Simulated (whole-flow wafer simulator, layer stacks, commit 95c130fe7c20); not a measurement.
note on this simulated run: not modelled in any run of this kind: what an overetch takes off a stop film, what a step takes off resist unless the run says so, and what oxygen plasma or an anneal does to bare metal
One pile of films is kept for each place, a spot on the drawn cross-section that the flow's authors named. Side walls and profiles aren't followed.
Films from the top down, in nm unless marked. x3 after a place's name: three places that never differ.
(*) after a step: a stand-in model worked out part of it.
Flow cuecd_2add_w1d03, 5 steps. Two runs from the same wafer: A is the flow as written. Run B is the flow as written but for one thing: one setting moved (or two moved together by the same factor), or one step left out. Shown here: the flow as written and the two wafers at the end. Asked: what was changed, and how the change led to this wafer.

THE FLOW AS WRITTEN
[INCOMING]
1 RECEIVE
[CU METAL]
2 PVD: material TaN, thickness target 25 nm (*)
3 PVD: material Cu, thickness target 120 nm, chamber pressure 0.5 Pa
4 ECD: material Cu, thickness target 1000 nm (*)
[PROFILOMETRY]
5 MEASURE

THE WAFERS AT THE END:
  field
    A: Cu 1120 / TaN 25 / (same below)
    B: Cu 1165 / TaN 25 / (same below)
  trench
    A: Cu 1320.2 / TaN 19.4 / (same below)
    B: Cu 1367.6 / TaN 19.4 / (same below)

The cause: step 3, PVD: thickness target 165 nm was run, where the flow has thickness target 120 nm.

How the change led to this, step by step:
  3 PVD: material Cu, thickness target 120 nm, chamber pressure 0.5 Pa
      field: A Cu +120 (new film) | B Cu +165 (new film)
      trench: A Cu +93.4 (new film) | B Cu +128.4 (new film)
